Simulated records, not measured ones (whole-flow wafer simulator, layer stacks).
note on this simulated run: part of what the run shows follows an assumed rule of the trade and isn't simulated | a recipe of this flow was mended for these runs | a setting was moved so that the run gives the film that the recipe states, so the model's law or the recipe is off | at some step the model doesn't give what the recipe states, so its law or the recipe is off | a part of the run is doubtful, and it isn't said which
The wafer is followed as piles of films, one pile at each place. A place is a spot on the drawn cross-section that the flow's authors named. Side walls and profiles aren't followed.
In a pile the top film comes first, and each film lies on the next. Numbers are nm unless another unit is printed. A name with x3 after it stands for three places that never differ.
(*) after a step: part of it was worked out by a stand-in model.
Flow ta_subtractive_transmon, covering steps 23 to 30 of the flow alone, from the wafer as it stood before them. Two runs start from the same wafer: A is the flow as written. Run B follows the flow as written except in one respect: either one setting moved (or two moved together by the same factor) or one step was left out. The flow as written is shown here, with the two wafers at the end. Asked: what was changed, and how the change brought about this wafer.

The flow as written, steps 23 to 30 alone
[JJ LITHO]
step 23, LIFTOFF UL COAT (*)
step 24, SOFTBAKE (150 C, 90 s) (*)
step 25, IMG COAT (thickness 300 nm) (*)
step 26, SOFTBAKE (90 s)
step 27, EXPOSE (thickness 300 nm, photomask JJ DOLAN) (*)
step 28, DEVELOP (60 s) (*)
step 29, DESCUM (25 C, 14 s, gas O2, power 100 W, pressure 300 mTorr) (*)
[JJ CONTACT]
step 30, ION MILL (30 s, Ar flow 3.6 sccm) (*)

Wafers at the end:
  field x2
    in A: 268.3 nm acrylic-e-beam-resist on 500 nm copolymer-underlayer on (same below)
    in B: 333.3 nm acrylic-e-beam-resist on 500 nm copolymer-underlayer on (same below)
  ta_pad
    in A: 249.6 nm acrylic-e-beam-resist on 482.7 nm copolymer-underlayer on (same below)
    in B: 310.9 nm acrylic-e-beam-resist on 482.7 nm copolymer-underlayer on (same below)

Cause: step 25, IMG COAT: thickness 365 nm was run, whereas the flow has thickness 300 nm; step 27, EXPOSE: thickness 365 nm was run, where the flow has thickness 300 nm.

Step by step, how the change led to this:
  step 25, IMG COAT (thickness 300 nm) (*)
      field x2, jj_line: A +300 acrylic-e-beam-resist (new film) | B +365 acrylic-e-beam-resist (new film)
      lead: A +312.5 acrylic-e-beam-resist (new film) | B +379.5 acrylic-e-beam-resist (new film)
      (also at 2 further places)
  step 28, DEVELOP (60 s) (*)
      jj_line: A -300 acrylic-e-beam-resist (all of it), -500 copolymer-underlayer (all of it) | B -365 acrylic-e-beam-resist (all of it), -500 copolymer-underlayer (all of it)
      lead: A -312.5 acrylic-e-beam-resist (all of it), -554.7 copolymer-underlayer (all of it) | B -379.5 acrylic-e-beam-resist (all of it), -554.7 copolymer-underlayer (all of it)
      (also at 1 further place)
